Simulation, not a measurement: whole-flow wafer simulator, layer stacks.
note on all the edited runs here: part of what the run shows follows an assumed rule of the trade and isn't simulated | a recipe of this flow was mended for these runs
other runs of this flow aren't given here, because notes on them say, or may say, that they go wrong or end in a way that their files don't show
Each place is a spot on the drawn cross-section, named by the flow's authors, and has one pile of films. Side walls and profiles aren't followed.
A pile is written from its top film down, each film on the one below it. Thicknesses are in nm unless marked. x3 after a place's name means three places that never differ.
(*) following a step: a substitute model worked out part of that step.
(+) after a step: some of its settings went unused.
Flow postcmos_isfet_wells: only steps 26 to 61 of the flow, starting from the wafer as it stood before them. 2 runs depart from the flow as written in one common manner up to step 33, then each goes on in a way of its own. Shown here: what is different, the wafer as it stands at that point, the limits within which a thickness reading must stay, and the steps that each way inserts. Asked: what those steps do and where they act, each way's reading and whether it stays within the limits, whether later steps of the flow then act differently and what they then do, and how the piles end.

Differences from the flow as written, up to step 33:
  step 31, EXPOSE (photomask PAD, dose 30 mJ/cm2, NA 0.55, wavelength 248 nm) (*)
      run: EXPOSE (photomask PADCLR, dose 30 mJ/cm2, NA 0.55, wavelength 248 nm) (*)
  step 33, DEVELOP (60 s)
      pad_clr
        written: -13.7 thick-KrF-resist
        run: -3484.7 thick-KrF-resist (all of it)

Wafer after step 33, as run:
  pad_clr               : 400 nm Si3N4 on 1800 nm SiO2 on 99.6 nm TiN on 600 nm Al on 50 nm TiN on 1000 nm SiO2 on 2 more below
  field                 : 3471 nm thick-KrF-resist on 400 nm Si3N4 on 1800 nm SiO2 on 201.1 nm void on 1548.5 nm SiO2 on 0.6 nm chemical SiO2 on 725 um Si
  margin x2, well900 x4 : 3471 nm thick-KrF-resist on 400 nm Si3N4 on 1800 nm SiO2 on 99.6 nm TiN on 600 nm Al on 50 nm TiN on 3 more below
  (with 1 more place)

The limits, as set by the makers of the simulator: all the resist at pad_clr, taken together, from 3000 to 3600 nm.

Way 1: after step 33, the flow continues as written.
  The reading taken after step 33 is 0 nm, which is outside the limits.
  Later steps of the flow acting differently than as written (2 more steps, not shown, differ only slightly: by at most 2% or 0.5 nm, whichever is larger):
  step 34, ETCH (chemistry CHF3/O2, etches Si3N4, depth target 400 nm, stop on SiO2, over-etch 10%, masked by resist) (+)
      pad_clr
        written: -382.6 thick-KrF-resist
        way: -400 Si3N4 (all of it), -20 SiO2
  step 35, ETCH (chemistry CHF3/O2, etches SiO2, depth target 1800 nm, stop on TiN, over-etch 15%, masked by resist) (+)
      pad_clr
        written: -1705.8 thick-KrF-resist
        way: -1780 SiO2 (all of it), -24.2 TiN
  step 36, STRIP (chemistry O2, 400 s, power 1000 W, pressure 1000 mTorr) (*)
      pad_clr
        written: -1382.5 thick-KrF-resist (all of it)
        way: nothing
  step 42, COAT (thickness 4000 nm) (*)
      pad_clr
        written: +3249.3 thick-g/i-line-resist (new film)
        way: +5301.4 thick-g/i-line-resist (new film)
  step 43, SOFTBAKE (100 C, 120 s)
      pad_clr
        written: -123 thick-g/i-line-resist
        way: -18.8 thick-g/i-line-resist
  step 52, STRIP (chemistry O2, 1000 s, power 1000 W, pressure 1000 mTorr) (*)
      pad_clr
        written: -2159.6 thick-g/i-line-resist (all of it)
        way: -4315.8 thick-g/i-line-resist (all of it)
  At pad_clr, the piles at the end differ from the flow's by more than 2% or 0.5 nm, whichever is larger.
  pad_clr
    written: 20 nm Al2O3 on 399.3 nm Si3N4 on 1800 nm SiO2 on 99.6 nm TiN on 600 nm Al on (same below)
    way: 20 nm Al2O3 on 74.6 nm TiN on 600 nm Al on (same below)

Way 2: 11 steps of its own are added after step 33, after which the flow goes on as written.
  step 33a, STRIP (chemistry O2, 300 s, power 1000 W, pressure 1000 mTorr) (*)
      field, margin x2, well900 x4
        -3471 thick-KrF-resist (all of it)
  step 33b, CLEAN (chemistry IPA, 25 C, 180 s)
      does not change any film at any place that is followed
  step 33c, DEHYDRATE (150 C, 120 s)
      does not change any film at any place that is followed
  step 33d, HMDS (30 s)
      does not change any film at any place that is followed
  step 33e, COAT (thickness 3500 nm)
      field, margin x2, well900 x4, pad_clr, pad_open
        +3500 thick-KrF-resist (new film)
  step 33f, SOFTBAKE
      does not change any film at any place that is followed
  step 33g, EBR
      does not change any film at any place that is followed
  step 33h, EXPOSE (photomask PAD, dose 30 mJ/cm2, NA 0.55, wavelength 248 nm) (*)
      does not change any film at any place that is followed
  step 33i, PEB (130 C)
      field, margin x2, well900 x4, pad_clr, pad_open
        -15.3 thick-KrF-resist
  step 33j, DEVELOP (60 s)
      field, margin x2, well900 x4, pad_clr
        -13.7 thick-KrF-resist
      pad_open
        -3484.7 thick-KrF-resist (all of it)
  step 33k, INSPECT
      does not change any film at any place that is followed
  The reading taken after step 33k is 3471 nm, which is within the limits.
  Every later step of the flow that is run acts as written at every place that is followed.
  At every place that both follow, the piles at the end match the flow's.

The limits are kept by: way 2. They are not kept by: way 1.
